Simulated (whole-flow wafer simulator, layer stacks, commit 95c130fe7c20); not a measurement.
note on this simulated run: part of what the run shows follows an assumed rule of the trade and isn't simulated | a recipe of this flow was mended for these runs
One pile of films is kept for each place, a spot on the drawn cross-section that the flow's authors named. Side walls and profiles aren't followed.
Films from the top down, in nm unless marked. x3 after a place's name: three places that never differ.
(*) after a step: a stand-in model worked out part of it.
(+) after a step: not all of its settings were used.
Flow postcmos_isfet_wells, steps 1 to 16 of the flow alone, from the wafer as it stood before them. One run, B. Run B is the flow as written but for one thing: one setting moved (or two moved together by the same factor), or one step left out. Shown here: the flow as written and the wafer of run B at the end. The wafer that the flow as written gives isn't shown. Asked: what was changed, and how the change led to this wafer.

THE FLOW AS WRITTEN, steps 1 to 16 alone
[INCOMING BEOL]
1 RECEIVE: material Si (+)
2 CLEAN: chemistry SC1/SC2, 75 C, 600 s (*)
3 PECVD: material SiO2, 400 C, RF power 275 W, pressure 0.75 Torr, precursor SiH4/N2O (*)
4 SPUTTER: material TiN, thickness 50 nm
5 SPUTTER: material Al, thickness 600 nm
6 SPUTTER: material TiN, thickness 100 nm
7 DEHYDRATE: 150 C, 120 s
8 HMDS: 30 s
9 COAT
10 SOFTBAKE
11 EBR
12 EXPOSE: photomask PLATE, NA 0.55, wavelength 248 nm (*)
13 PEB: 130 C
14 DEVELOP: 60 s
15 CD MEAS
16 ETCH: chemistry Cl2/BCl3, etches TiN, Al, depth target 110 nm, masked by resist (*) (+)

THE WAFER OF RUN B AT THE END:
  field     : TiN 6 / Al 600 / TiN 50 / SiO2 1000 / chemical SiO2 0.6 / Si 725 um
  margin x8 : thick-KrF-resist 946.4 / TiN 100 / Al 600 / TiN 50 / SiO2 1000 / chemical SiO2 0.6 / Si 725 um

The cause: step 16, ETCH: depth target 94 nm was run, where the flow has depth target 110 nm.

How the change led to this, step by step:
  16 ETCH: chemistry Cl2/BCl3, etches TiN, Al, depth target 110 nm, masked by resist (*) (+)
      field: TiN -94 (as written it would be: TiN -100 (all of it), Al -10)
      margin x8: thick-KrF-resist -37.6 (as written it would be: thick-KrF-resist -44)
